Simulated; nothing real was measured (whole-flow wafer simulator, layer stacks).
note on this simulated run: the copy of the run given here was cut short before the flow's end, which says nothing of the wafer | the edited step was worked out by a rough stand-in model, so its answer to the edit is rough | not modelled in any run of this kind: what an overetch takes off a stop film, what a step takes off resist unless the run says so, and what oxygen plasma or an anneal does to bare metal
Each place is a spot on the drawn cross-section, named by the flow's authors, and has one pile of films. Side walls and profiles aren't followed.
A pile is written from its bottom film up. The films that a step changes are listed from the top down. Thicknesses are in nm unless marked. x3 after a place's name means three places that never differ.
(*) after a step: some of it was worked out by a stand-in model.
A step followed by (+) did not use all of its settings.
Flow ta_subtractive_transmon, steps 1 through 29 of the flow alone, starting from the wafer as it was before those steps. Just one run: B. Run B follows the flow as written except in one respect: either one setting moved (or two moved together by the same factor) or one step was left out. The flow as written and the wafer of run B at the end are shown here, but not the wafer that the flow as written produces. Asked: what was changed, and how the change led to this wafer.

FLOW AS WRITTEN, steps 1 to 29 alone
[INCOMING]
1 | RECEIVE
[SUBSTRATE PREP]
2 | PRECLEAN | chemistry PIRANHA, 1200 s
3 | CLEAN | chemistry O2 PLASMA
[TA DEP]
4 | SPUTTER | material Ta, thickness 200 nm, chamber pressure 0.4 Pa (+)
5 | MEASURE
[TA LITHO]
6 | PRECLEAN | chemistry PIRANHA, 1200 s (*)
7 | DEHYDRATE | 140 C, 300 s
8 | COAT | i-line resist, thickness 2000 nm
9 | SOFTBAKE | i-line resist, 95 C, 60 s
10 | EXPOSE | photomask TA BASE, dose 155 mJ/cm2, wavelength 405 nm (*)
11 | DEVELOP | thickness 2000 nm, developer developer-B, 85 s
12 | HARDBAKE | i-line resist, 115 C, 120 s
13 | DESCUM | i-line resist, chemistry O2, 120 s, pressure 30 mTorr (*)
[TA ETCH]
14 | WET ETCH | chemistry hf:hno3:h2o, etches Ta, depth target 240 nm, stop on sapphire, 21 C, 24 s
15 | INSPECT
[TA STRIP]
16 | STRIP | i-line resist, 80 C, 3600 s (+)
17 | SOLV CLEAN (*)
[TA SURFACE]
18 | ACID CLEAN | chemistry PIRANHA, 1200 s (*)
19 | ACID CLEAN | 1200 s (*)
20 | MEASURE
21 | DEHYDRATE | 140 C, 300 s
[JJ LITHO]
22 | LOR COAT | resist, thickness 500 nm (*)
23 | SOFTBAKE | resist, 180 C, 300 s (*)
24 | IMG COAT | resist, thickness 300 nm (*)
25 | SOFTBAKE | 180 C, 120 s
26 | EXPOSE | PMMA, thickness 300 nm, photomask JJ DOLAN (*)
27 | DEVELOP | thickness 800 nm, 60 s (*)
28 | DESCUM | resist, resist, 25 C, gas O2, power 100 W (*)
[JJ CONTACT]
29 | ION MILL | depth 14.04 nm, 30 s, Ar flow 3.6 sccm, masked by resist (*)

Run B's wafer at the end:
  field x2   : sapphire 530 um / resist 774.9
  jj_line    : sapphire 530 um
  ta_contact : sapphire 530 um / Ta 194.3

The reason: step 29, ION MILL: depth 8.001 nm was run, though the flow has depth 14.04 nm; step 29, ION MILL: 17.1 s was run, where the flow has 30 s.

Step by step, how the change led to this:
  29 | ION MILL | depth 14.04 nm, 30 s, Ar flow 3.6 sccm, masked by resist (*)
      field x2, ta_pad: -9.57 resist (it would be, as written: -16.8 resist)
      jj_line, lead: -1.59 sapphire (it would be, as written: -2.8 sapphire)
      (as well as at 1 more place)
